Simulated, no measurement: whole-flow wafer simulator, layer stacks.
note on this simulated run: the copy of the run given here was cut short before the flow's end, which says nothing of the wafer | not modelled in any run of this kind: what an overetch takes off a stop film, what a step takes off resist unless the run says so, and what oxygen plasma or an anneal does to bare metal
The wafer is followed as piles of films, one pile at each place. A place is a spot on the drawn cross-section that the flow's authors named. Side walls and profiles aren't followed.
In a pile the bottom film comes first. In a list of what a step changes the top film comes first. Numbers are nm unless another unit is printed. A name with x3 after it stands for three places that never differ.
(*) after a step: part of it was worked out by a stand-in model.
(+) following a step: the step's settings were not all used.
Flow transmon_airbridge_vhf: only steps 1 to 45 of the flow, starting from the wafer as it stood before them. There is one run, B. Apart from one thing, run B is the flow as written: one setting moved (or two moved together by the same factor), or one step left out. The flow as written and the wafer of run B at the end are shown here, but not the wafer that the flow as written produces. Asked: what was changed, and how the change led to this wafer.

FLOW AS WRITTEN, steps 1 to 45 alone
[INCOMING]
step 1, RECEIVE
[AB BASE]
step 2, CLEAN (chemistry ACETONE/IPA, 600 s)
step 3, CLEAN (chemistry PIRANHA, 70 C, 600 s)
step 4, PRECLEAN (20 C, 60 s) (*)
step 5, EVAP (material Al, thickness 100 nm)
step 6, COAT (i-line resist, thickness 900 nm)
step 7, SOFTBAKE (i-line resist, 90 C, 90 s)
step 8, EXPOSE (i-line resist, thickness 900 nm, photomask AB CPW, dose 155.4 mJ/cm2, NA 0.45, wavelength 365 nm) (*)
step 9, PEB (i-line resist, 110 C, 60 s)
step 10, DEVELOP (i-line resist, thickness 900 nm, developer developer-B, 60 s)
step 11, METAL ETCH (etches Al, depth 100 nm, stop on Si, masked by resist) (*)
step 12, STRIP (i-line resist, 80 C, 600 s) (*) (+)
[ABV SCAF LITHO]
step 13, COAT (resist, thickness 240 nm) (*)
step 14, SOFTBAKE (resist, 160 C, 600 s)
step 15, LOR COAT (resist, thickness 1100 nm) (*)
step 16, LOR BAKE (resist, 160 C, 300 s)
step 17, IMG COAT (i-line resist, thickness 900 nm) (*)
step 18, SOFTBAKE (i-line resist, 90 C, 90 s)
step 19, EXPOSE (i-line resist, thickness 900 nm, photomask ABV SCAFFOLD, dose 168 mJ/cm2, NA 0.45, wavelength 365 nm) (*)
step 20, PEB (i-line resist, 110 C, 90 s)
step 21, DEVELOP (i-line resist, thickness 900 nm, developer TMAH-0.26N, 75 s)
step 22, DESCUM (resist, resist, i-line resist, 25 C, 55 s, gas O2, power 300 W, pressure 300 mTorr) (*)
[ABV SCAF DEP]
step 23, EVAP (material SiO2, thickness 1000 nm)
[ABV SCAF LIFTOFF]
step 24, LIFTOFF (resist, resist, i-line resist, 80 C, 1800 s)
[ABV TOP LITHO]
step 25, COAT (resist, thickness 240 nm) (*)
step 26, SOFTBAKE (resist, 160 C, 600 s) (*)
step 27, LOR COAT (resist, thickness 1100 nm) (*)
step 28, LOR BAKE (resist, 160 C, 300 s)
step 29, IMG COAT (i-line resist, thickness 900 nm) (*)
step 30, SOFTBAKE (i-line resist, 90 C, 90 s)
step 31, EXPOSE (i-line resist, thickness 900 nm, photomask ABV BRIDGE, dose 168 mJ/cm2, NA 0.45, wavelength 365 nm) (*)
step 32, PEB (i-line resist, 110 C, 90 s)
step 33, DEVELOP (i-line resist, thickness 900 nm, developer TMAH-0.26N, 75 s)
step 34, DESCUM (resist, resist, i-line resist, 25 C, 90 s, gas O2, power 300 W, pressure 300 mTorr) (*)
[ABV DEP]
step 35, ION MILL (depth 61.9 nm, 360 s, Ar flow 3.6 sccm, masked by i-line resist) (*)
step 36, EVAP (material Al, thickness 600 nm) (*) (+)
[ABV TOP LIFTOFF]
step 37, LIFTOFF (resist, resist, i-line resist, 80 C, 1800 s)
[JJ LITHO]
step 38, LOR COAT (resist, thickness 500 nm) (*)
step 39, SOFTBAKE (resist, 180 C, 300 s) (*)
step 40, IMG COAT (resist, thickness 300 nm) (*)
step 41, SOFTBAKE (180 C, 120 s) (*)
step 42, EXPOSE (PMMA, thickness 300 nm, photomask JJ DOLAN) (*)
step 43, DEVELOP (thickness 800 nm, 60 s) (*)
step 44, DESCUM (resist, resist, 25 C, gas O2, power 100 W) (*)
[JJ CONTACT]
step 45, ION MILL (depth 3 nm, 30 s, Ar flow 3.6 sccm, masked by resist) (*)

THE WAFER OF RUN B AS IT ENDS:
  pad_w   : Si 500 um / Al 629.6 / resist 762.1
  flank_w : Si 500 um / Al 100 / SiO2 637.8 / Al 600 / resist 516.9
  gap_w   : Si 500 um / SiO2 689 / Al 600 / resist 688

The reason: step 23, EVAP: thickness 725 nm was run, while the flow as written has thickness 1000 nm.

The path from the change to this, step by step:
  step 23, EVAP (material SiO2, thickness 1000 nm)
      field x3, jj_line, ground_far and 10 more: +725 SiO2 (new film) (it would be, as written: +1000 SiO2 (new film))
      flank_w, flank_e: +673.8 SiO2 (new film) (it would be, as written: +929.3 SiO2 (new film))
  step 24, LIFTOFF (resist, resist, i-line resist, 80 C, 1800 s)
      field x3, jj_line, trace_open_s x2: -725 SiO2 (all of it), -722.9 i-line resist (all of it), -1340 resist (all of it) (it would be, as written: -1000 SiO2 (all of it), -722.9 i-line resist (all of it), -1340 resist (all of it))
      pad_w, pad_e: -725 SiO2 (all of it), -718 i-line resist (all of it), -1330.2 resist (all of it) (it would be, as written: -1000 SiO2 (all of it), -718 i-line resist (all of it), -1330.2 resist (all of it))
      (also at 1 further place)
  step 25, COAT (resist, thickness 240 nm) (*)
      flank_w, flank_e: +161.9 resist (new film) (it would be, as written: +152.6 resist (new film))
      gap_w, gap_e: +222.5 resist (new film) (it would be, as written: +210.7 resist (new film))
      (also at 6 further places)
  step 27, LOR COAT (resist, thickness 1100 nm) (*)
      gap_w, gap_e: +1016 resist (it would be, as written: +977.8 resist)
      margin_s, margin_n: +890.7 resist (it would be, as written: +823.4 resist)
      (also at 6 further places)
  step 29, IMG COAT (i-line resist, thickness 900 nm) (*)
      gap_w, gap_e: +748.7 i-line resist (new film) (it would be, as written: +681.7 i-line resist (new film))
      margin_s, margin_n: +689.9 i-line resist (new film) (it would be, as written: +603.2 i-line resist (new film))
      (also at 7 further places)
  step 32, PEB (i-line resist, 110 C, 90 s)
      pad_w, pad_e: -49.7 i-line resist (it would be, as written: -51 i-line resist)
      flank_w, flank_e: -41.1 i-line resist (it would be, as written: -38.3 i-line resist)
      (also at 7 further places)
  step 33, DEVELOP (i-line resist, thickness 900 nm, developer TMAH-0.26N, 75 s)
      gap_w, gap_e: -710.4 i-line resist (all of it), -1016 resist (it would be, as written: -646.9 i-line resist (all of it), -977.8 resist)
      pad_w: -913.8 i-line resist (all of it), -1204.8 resist (it would be, as written: -937.2 i-line resist (all of it), -1247.8 resist)
      (also at 5 further places)
  step 34, DESCUM (resist, resist, i-line resist, 25 C, 90 s, gas O2, power 300 W, pressure 300 mTorr) (*)
      flank_w, flank_e: -161.9 resist (all of it) (it would be, as written: -152.6 resist (all of it))
      gap_w, gap_e: -222.5 resist (all of it) (it would be, as written: -210.7 resist (all of it))
      (also at 4 further places)
  step 37, LIFTOFF (resist, resist, i-line resist, 80 C, 1800 s)
      margin_s, margin_n: -600 Al (all of it), -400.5 i-line resist (all of it), -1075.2 resist (all of it) (it would be, as written: -600 Al (all of it), -318.3 i-line resist (all of it), -992 resist (all of it))
      ground_far: -600 Al (all of it), -683.6 i-line resist (all of it), -1375.4 resist (all of it) (it would be, as written: -600 Al (all of it), -717.9 i-line resist (all of it), -1384.9 resist (all of it))
  step 38, LOR COAT (resist, thickness 500 nm) (*)
      pad_w, pad_e: +501.3 resist (new film) (it would be, as written: +517 resist (new film))
      flank_w, flank_e: +327.7 resist (new film) (it would be, as written: +306.5 resist (new film))
      (also at 6 further places)
  step 40, IMG COAT (resist, thickness 300 nm) (*)
      pad_w, pad_e: +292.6 resist (it would be, as written: +300.1 resist)
      flank_w, flank_e: +221 resist (it would be, as written: +212.1 resist)
      (also at 6 further places)
